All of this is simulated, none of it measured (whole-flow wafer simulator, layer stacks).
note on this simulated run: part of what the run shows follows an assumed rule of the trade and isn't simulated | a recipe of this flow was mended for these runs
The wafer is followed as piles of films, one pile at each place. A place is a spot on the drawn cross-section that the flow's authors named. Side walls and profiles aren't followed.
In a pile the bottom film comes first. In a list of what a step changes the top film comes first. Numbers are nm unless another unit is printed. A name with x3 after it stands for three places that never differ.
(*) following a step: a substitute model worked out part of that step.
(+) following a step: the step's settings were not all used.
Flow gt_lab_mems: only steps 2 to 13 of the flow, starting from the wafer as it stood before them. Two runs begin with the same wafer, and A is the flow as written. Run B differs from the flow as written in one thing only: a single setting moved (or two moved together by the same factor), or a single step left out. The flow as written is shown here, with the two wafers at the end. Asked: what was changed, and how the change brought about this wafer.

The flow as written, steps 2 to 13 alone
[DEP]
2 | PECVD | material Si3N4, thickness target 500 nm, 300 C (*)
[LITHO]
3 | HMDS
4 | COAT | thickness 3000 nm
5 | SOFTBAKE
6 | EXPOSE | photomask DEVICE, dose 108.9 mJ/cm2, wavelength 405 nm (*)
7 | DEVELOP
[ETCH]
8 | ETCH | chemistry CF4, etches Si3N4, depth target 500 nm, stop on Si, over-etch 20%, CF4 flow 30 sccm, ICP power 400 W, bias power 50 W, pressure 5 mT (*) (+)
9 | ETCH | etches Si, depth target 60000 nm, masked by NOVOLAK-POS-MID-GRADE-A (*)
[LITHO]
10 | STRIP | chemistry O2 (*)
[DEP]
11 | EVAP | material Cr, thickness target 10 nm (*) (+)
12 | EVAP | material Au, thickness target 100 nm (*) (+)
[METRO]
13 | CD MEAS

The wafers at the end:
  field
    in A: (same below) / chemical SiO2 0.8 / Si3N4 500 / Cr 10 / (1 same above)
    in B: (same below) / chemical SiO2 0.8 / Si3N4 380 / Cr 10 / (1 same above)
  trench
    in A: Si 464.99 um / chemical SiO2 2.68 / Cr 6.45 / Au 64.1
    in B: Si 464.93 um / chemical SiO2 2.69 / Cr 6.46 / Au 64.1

What caused this: step 2, PECVD: thickness target 380 nm was run, while the flow as written has thickness target 500 nm.
The wafer itself shows it: field has Si3N4 380, and step 2 as written asks for 500 nm.

The path from the change to this, step by step:
  2 | PECVD | material Si3N4, thickness target 500 nm, 300 C (*)
      field, trench: A +500 Si3N4 (new film) | B +380 Si3N4 (new film)
  8 | ETCH | chemistry CF4, etches Si3N4, depth target 500 nm, stop on Si, over-etch 20%, CF4 flow 30 sccm, ICP power 400 W, bias power 50 W, pressure 5 mT (*) (+)
      field: A -400 g/i-line-resist | B -304.6 g/i-line-resist
      trench: A -500 Si3N4 (all of it), -0.8 chemical SiO2 (all of it), -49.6 Si | B -380 Si3N4 (all of it), -0.8 chemical SiO2 (all of it), -109.6 Si
  10 | STRIP | chemistry O2 (*)
      field: A -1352 g/i-line-resist (all of it) | B -1447.3 g/i-line-resist (all of it)
